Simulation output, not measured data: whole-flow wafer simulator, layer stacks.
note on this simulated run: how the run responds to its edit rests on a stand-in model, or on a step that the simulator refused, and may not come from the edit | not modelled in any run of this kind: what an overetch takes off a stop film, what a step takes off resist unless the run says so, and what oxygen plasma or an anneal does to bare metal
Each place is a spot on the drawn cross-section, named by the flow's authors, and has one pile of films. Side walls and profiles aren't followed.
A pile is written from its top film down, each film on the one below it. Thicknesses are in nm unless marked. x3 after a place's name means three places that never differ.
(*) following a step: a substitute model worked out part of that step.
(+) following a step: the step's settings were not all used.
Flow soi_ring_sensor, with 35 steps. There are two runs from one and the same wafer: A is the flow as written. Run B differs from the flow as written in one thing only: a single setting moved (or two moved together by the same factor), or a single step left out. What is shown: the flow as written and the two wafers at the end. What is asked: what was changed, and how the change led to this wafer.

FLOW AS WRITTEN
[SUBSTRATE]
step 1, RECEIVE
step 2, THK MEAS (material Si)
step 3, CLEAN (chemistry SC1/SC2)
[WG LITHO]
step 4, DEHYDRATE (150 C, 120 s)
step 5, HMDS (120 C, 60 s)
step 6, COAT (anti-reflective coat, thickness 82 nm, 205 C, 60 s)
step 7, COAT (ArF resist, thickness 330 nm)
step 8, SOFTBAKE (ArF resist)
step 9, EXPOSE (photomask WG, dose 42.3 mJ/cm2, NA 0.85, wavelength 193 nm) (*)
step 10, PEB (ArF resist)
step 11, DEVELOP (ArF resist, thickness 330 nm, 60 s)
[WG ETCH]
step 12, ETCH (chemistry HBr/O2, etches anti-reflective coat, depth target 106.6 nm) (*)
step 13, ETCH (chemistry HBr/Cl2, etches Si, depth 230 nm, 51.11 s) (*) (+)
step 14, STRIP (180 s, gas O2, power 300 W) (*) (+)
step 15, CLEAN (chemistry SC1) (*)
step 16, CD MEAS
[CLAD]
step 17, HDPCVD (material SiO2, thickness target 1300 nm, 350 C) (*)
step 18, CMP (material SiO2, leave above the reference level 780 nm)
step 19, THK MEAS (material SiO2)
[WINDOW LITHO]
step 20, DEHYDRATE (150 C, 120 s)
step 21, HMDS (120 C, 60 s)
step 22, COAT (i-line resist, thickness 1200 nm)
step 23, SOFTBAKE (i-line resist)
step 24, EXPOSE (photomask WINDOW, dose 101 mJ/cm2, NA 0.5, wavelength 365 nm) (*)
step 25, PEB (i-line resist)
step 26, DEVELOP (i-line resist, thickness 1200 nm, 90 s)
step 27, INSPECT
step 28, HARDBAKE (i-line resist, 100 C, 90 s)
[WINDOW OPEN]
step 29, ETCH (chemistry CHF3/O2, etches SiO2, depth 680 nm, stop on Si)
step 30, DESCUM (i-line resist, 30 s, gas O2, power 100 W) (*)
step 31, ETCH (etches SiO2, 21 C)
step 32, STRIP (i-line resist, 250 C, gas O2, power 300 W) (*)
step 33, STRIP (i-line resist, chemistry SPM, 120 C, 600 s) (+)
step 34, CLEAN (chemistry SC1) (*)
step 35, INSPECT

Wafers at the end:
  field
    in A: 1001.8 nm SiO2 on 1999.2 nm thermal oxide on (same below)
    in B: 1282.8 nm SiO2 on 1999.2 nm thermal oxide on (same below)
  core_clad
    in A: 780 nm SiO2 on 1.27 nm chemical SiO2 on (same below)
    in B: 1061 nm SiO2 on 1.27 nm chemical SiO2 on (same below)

The reason: step 18, CMP: leave above the reference level 1061 nm was run, while the flow as written has leave above the reference level 780 nm.
One can read it off the wafer: core_clad has SiO2 1061, and step 18 as written asks for 780 nm.

Step by step, how the change led to this:
  step 18, CMP (material SiO2, leave above the reference level 780 nm)
      gap, window, field, gap_clad: A SiO2 loses 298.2 | B SiO2 loses 17.2
      core, core_clad: A SiO2 loses 520 | B SiO2 loses 239
  step 31, ETCH (etches SiO2, 21 C)
      core: A SiO2 loses 100 (all of it), chemical SiO2 loses 1.27 (all of it) | B SiO2 loses 381 (all of it), chemical SiO2 loses 1.27 (all of it)
